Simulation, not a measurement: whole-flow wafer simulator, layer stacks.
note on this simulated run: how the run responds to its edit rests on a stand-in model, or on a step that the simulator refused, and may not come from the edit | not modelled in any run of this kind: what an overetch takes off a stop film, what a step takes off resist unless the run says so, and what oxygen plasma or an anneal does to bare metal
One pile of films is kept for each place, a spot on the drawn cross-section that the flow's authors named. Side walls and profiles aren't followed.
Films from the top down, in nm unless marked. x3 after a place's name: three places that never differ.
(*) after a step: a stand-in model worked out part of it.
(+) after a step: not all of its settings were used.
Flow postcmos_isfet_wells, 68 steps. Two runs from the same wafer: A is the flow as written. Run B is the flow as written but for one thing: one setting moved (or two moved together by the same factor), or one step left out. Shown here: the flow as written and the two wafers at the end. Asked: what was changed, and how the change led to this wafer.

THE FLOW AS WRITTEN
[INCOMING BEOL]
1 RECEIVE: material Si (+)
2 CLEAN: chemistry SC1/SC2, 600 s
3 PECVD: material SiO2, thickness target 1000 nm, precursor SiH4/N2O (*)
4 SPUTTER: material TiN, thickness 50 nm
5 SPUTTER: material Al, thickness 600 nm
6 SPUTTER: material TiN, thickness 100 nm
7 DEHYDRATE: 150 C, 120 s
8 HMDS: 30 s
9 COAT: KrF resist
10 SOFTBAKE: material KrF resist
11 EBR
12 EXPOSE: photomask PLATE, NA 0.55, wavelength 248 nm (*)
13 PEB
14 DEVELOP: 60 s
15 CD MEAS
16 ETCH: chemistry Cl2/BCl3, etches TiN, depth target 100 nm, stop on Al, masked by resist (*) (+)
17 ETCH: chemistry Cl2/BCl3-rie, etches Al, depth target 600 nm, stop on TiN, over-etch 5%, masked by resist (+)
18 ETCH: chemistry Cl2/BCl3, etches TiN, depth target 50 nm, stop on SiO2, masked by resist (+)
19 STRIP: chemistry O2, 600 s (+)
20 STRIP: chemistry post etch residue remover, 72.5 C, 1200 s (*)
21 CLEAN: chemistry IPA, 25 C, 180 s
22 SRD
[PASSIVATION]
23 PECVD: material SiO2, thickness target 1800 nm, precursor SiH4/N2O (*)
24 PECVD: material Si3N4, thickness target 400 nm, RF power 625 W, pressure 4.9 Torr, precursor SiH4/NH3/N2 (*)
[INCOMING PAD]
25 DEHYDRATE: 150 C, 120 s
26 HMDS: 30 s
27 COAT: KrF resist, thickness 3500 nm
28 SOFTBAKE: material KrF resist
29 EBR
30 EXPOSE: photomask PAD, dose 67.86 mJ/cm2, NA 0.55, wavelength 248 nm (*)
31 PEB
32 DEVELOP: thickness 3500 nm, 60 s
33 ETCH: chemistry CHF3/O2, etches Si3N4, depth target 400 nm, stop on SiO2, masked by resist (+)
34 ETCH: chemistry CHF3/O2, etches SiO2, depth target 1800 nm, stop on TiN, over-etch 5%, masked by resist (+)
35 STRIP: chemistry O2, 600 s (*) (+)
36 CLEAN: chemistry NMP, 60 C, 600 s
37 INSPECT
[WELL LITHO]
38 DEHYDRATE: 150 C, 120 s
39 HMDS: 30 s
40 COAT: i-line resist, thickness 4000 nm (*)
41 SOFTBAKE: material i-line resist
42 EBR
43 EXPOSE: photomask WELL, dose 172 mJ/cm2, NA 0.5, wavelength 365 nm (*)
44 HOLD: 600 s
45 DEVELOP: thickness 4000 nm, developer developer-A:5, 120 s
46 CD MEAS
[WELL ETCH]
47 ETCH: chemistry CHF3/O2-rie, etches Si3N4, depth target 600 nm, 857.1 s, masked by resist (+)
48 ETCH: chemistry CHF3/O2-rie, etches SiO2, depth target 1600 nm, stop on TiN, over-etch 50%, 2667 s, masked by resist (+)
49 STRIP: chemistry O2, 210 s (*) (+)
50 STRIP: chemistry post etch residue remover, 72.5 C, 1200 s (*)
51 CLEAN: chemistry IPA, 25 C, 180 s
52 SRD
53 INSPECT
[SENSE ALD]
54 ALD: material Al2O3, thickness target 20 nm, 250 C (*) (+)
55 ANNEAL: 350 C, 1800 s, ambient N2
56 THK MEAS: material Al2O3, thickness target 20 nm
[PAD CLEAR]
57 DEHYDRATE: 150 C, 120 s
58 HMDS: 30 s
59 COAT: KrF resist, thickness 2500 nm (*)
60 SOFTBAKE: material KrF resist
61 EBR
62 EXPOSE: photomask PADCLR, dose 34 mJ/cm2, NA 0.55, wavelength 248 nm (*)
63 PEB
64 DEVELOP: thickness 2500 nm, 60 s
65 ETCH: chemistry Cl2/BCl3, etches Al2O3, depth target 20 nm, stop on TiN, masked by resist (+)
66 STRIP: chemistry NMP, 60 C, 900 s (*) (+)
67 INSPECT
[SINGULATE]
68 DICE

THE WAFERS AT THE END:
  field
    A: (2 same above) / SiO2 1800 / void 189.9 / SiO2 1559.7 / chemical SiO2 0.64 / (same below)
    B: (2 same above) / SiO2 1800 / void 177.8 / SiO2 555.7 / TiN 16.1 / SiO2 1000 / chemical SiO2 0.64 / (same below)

The cause: step 18, ETCH: depth target 33.5 nm was run, where the flow has depth target 50 nm.

How the change led to this, step by step:
  18 ETCH: chemistry Cl2/BCl3, etches TiN, depth target 50 nm, stop on SiO2, masked by resist (+)
      field: A TiN -50 (all of it) | B TiN -33.5
      margin, well900, well1300 x3, pad_rim, pad_clr, pad_open: A KrF resist -20 | B KrF resist -13.4
  23 PECVD: material SiO2, thickness target 1800 nm, precursor SiH4/N2O (*)
      field: A SiO2 +1800 (new film), void +189.9 (new film), SiO2 +559.7 | B SiO2 +1800 (new film), void +177.8 (new film), SiO2 +555.7 (new film)
Counting metal films that touch as one body, field has 1 body; the flow as written gives 0 bodies.
